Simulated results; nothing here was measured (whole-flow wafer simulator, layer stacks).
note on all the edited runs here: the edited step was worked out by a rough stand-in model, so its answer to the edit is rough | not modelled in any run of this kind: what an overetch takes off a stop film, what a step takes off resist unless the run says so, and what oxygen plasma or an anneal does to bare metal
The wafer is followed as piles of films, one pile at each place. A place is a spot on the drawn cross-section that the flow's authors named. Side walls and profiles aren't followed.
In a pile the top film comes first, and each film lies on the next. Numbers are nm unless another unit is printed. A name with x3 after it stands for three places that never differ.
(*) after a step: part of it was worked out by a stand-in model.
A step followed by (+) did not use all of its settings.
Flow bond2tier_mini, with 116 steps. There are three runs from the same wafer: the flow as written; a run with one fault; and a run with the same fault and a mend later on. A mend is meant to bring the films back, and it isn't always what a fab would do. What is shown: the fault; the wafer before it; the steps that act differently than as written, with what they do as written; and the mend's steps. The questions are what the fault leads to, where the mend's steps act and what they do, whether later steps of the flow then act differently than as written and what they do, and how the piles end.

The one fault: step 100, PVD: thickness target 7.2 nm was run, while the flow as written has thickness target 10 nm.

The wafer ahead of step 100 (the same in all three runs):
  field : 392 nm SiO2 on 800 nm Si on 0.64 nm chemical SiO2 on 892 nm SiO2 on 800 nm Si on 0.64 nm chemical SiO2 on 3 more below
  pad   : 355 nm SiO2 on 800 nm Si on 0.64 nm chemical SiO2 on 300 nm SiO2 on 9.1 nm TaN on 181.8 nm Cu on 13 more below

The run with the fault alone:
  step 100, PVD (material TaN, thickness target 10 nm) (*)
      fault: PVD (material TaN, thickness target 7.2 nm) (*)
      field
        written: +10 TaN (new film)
        fault: +7.2 TaN (new film)
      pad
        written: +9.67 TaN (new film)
        fault: +6.96 TaN (new film)
  Steps further on in the flow that do not act as written (not shown: 1 more step that differs only slightly, by at most 2% or 0.5 nm, whichever is larger):
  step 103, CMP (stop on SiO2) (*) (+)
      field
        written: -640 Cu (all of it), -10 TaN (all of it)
        fault: -640 Cu (all of it), -7.2 TaN (all of it)
  At pad, the piles at the end differ from the flow's by more than 2% or 0.5 nm, whichever is larger.
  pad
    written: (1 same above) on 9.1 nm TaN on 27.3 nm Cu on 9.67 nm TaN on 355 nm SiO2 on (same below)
    fault: (1 same above) on 9.1 nm TaN on 30 nm Cu on 6.96 nm TaN on 355 nm SiO2 on (same below)

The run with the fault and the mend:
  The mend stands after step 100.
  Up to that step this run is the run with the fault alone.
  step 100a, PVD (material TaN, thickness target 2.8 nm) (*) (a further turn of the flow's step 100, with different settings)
      field
        +2.8 TaN
      pad
        +2.71 TaN
  Later steps of the flow that are run all act as written at every place that is followed.
  By the end, the piles equal the flow's at every place that both follow.
